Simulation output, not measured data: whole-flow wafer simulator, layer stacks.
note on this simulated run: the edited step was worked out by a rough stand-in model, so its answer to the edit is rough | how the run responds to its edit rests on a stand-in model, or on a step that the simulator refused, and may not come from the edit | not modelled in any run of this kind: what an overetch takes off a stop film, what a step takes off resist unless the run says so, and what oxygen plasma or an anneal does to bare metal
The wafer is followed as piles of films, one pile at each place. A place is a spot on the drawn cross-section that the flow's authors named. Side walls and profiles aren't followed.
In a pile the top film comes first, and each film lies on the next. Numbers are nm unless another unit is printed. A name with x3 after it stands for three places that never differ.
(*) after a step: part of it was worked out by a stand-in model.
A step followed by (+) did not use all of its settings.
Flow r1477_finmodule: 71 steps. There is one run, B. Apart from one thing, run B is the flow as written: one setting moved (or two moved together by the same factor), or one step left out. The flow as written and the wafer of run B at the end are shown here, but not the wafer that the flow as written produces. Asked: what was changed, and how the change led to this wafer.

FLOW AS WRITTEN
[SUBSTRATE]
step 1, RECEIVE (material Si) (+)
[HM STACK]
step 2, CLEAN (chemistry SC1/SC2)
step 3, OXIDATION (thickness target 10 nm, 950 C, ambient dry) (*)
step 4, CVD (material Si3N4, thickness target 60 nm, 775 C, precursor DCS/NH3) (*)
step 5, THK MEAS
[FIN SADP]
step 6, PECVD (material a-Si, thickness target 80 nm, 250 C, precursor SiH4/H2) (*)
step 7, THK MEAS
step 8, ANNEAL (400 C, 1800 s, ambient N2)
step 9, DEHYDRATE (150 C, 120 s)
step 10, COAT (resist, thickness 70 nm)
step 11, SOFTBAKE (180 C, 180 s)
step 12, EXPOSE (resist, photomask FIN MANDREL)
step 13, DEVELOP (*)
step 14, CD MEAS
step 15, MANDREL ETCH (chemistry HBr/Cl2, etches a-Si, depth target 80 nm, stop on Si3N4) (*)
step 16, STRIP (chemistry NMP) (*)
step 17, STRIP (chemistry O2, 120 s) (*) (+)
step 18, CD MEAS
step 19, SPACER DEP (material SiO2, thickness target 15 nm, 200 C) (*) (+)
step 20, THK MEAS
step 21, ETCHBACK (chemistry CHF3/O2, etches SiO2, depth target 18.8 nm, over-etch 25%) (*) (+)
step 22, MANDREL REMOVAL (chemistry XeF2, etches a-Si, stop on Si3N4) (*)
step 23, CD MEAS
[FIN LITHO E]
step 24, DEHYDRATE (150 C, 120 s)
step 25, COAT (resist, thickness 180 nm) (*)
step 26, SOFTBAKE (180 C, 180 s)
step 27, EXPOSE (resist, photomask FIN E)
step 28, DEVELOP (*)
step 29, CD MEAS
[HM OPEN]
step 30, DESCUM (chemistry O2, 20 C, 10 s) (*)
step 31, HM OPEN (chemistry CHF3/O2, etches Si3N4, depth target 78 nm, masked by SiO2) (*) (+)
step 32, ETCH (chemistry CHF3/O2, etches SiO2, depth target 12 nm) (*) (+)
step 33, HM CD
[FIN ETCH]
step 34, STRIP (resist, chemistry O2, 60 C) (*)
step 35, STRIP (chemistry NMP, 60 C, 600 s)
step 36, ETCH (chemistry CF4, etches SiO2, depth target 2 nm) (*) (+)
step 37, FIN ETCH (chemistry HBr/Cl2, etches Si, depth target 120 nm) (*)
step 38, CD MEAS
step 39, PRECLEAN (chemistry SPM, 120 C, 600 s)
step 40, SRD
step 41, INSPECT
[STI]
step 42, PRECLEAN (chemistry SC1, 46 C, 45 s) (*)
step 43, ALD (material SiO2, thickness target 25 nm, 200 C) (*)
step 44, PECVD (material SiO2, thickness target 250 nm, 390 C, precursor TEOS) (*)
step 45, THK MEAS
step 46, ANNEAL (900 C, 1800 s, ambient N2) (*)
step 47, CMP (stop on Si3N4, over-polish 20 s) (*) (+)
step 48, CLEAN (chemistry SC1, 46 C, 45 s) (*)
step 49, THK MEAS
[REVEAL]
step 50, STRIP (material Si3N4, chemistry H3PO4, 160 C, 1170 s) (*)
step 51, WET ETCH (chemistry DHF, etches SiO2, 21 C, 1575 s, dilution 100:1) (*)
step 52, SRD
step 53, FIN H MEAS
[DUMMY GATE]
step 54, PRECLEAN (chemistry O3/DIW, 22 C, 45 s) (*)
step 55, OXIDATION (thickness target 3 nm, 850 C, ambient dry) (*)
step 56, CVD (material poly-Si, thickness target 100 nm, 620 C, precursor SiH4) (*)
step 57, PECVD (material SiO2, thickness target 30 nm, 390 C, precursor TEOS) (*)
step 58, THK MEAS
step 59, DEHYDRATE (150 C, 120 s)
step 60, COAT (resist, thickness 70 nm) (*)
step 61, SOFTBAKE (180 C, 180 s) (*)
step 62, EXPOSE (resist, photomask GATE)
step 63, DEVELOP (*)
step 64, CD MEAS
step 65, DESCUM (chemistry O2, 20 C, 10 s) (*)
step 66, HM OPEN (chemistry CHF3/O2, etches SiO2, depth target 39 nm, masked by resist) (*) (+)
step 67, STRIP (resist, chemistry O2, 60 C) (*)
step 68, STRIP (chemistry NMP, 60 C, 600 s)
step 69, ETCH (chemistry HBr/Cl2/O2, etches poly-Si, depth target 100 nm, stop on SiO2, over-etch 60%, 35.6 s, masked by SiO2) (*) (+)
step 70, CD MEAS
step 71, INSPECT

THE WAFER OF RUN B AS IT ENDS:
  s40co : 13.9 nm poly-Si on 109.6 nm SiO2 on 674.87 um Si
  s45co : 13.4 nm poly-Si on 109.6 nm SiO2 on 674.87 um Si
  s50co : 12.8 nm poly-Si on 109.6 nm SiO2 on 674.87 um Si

The reason: step 57, PECVD: thickness target 42 nm was run, whereas the flow has thickness target 30 nm.

How this came from the change, step by step:
  step 57, PECVD (material SiO2, thickness target 30 nm, 390 C, precursor TEOS) (*)
      pad, padg, elg and 33 more: SiO2 gains 42 (new film) (it would be, as written: SiO2 gains 30 (new film))
  step 66, HM OPEN (chemistry CHF3/O2, etches SiO2, depth target 39 nm, masked by resist) (*) (+)
      pad, elo, eso and 15 more: SiO2 loses 39 (it would be, as written: SiO2 loses 30 (all of it), poly-Si loses 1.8)
  step 67, STRIP (resist, chemistry O2, 60 C) (*)
      pad, elo, eso and 15 more: nothing (it would be, as written: chemical SiO2 gains 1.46 (new film), poly-Si loses 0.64)
  step 69, ETCH (chemistry HBr/Cl2/O2, etches poly-Si, depth target 100 nm, stop on SiO2, over-etch 60%, 35.6 s, masked by SiO2) (*) (+)
      pad, eso, e40so and 8 more: SiO2 loses 3 (all of it), poly-Si loses 100 (all of it) (it would be, as written: chemical SiO2 loses 1.46 (all of it), poly-Si loses 97.6 (all of it), SiO2 loses 0.42)
      elo, e40lo, e100lo, e200lo: SiO2 loses 3 (all of it), poly-Si loses 100 (all of it) (it would be, as written: chemical SiO2 loses 1.46 (all of it), poly-Si loses 97.6 (all of it), Si3N4 loses 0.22)
      (as well as at 3 more places)
